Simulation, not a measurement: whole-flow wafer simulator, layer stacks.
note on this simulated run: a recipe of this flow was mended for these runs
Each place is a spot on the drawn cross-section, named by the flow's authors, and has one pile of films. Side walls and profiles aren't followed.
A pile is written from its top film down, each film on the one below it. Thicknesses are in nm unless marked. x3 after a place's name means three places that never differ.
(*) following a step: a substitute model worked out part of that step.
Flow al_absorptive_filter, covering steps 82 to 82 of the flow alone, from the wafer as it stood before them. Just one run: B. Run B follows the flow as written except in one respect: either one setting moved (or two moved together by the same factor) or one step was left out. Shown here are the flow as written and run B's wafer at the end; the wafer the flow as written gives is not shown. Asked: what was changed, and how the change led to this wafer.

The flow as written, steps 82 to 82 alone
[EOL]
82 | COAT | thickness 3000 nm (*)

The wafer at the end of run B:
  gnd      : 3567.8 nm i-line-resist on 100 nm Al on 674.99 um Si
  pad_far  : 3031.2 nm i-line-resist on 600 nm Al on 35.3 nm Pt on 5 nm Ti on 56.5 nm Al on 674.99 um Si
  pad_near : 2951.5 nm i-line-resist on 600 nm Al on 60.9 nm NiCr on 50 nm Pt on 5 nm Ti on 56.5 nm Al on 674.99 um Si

What caused this: step 82, COAT: thickness 3483 nm was run, whereas the flow has thickness 3000 nm.

The path from the change to this, step by step:
  82 | COAT | thickness 3000 nm (*)
      xa_field, xl_land, idc_field: i-line-resist gains 3483 (new film) (as written it would have been: i-line-resist gains 3000 (new film))
      gnd: i-line-resist gains 3567.8 (new film) (as written it would have been: i-line-resist gains 3084.4 (new film))
      (as well as at 10 more places)
